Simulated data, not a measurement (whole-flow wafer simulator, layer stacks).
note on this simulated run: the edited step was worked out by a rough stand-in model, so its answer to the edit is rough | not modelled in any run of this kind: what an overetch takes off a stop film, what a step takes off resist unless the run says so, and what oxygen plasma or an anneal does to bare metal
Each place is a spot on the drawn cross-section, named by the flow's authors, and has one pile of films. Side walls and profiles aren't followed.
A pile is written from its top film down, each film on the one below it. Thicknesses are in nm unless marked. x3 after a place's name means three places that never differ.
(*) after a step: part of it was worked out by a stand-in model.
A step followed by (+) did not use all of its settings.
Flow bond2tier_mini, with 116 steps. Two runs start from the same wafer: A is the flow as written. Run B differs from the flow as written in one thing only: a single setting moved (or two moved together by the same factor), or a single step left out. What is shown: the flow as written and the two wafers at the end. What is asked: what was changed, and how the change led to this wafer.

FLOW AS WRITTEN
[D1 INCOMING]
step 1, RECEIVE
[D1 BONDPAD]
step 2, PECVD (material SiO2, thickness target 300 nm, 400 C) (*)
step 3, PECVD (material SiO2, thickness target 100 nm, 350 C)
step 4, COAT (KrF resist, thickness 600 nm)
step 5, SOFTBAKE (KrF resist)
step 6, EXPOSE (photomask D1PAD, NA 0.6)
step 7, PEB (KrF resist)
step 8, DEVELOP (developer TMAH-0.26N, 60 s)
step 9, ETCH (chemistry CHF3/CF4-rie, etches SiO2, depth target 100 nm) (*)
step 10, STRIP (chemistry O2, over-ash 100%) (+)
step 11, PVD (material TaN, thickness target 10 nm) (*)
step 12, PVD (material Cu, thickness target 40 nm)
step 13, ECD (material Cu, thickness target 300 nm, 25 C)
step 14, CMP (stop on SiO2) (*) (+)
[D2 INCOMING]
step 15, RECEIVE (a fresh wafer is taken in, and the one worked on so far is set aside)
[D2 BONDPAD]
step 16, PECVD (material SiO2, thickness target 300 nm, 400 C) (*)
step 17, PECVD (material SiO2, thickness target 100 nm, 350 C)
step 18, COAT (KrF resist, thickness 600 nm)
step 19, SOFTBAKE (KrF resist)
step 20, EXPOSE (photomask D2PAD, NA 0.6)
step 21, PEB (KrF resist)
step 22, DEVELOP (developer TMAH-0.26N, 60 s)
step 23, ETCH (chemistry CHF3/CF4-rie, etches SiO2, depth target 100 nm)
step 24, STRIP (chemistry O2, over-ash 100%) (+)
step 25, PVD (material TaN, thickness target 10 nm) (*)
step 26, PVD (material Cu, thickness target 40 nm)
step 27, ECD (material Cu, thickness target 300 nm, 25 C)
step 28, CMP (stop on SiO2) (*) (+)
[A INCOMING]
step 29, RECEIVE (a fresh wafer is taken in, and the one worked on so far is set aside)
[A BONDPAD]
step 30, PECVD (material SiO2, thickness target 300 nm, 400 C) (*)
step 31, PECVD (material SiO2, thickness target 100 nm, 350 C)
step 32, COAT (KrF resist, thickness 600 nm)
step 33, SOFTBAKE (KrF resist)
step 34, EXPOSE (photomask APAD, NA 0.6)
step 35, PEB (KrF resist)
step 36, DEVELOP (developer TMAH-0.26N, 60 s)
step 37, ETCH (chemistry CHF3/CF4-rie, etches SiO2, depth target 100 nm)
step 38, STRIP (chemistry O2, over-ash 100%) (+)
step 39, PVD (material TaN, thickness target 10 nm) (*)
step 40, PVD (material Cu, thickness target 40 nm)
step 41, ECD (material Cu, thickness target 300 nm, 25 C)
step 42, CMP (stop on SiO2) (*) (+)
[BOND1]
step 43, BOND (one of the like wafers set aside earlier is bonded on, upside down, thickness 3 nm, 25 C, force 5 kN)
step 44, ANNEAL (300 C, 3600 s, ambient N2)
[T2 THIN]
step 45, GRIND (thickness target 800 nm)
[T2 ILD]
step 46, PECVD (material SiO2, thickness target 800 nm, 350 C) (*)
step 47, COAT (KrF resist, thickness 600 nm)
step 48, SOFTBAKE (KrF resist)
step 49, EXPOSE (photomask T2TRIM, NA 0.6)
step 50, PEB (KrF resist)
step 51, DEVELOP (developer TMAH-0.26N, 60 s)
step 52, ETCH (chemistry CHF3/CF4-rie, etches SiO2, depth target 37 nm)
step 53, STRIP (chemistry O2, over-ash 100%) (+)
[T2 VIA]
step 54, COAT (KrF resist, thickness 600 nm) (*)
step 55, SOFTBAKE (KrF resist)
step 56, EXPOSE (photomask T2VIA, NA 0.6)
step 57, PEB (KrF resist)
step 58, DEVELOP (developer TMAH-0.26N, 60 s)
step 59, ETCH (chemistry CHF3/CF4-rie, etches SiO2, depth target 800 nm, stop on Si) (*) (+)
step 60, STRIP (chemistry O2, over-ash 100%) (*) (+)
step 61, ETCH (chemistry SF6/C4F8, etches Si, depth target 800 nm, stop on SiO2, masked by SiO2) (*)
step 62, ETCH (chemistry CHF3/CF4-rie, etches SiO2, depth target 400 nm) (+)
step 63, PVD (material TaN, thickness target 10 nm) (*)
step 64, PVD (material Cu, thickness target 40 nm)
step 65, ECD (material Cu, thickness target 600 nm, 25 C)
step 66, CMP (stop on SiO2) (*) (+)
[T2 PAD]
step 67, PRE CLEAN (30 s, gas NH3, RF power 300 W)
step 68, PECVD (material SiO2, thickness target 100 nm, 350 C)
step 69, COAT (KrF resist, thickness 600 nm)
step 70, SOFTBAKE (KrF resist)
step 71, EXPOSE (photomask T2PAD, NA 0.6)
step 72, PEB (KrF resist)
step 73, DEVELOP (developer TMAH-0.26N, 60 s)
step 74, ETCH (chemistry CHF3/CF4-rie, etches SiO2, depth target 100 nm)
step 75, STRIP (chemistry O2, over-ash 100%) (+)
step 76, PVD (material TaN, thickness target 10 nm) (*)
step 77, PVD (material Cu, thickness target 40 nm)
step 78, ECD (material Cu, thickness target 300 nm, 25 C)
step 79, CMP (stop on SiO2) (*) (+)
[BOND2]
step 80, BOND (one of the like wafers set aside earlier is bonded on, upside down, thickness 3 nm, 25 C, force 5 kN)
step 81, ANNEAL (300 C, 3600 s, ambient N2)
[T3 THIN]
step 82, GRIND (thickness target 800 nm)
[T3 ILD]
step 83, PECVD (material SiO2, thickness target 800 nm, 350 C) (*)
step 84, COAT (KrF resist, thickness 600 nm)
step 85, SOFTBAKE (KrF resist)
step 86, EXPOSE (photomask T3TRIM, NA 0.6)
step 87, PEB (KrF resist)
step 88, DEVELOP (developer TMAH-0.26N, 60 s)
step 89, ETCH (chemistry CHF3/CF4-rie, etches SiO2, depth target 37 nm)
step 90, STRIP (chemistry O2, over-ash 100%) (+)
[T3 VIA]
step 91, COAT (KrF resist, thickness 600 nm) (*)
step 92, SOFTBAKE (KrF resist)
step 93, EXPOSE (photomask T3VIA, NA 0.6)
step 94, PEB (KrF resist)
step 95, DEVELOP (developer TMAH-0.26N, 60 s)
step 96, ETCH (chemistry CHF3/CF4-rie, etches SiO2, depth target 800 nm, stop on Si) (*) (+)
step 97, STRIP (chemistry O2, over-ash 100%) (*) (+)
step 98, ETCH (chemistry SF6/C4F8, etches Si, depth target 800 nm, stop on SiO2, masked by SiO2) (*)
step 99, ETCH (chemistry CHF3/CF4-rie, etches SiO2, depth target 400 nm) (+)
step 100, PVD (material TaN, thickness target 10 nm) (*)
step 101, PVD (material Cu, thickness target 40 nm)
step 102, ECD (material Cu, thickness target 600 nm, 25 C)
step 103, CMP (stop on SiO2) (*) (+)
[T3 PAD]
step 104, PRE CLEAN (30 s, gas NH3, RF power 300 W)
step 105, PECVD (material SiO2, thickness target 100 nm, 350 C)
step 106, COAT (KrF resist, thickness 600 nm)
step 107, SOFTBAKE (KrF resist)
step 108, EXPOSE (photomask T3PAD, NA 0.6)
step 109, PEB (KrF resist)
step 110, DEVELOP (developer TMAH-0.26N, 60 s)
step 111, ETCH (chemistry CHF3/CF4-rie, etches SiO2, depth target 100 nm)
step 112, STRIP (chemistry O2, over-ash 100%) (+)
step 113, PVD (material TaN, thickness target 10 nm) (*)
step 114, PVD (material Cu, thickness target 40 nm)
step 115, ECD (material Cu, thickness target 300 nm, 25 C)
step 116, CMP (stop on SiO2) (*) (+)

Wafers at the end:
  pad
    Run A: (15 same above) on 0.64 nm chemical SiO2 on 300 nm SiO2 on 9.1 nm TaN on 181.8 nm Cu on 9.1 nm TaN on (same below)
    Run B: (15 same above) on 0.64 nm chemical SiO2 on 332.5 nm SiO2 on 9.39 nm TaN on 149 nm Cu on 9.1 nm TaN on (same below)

Cause: step 9, ETCH: depth target 67.5 nm was run, while the flow as written has depth target 100 nm.

The path from the change to this, step by step:
  step 9, ETCH (chemistry CHF3/CF4-rie, etches SiO2, depth target 100 nm) (*)
      pad, via: A -100 SiO2 | B -67.5 SiO2
      field: A -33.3 KrF resist | B -22.5 KrF resist
  step 12, PVD (material Cu, thickness target 40 nm)
      pad: A +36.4 Cu (new film) | B +37.6 Cu (new film)
  step 13, ECD (material Cu, thickness target 300 nm, 25 C)
      pad: A +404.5 Cu | B +370.6 Cu
      via: A +400.2 Cu | B +367.6 Cu
  step 43, BOND (one of the like wafers set aside earlier is bonded on, upside down, thickness 3 nm, 25 C, force 5 kN)
      pad: A +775 um Si (new film), +0.64 chemical SiO2 (new film), +300 SiO2 (new film), +9.1 TaN (new film), +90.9 Cu | B +775 um Si (new film), +0.64 chemical SiO2 (new film), +332.5 SiO2 (new film), +9.39 TaN (new film), +58.1 Cu
      via: A +775 um Si (new film), +0.64 chemical SiO2 (new film), +300 SiO2 (new film), +9.97 TaN (new film), +90 Cu | B +775 um Si (new film), +0.64 chemical SiO2 (new film), +332.5 SiO2 (new film), +9.99 TaN (new film), +57.5 Cu
